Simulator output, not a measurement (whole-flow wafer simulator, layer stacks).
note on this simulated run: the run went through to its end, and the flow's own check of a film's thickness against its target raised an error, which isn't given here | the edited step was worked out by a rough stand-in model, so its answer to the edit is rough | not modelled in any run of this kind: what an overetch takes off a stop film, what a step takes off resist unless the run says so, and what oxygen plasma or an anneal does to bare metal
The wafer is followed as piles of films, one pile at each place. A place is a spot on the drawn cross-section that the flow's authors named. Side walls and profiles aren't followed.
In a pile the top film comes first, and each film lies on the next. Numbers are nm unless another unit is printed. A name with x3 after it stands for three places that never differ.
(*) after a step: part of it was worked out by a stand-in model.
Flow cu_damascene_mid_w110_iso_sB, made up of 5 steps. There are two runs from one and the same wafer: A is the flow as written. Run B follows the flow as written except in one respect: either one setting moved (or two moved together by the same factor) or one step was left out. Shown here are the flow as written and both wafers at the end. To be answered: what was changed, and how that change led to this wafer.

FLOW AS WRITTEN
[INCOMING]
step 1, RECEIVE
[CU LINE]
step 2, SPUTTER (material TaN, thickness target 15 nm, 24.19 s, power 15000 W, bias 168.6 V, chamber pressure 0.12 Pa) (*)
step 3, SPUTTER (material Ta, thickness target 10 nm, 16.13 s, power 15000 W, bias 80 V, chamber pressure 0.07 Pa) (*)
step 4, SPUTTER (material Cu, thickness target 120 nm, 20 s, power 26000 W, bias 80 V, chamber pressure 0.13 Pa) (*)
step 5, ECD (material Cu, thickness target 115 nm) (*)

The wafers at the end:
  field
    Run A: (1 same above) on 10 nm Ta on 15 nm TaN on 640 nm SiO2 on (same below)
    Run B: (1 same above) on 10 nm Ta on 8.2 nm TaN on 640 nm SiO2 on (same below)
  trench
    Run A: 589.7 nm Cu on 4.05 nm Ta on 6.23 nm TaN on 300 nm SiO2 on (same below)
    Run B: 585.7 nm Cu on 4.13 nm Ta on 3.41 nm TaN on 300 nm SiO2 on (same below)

The reason: step 2, SPUTTER: thickness target 8.2 nm was run, though the flow has thickness target 15 nm; step 2, SPUTTER: 13.3 s was run, where the flow has 24.19 s.
The wafer lets one read it off: field has TaN 8.2, and step 2 as written asks for 15 nm.

Step by step, how the change led to this:
  step 2, SPUTTER (material TaN, thickness target 15 nm, 24.19 s, power 15000 W, bias 168.6 V, chamber pressure 0.12 Pa) (*)
      field: A +15 TaN (new film) | B +8.2 TaN (new film)
      trench: A +6.23 TaN (new film) | B +3.41 TaN (new film)
  step 4, SPUTTER (material Cu, thickness target 120 nm, 20 s, power 26000 W, bias 80 V, chamber pressure 0.13 Pa) (*)
      trench: A +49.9 Cu (new film) | B +51 Cu (new film)
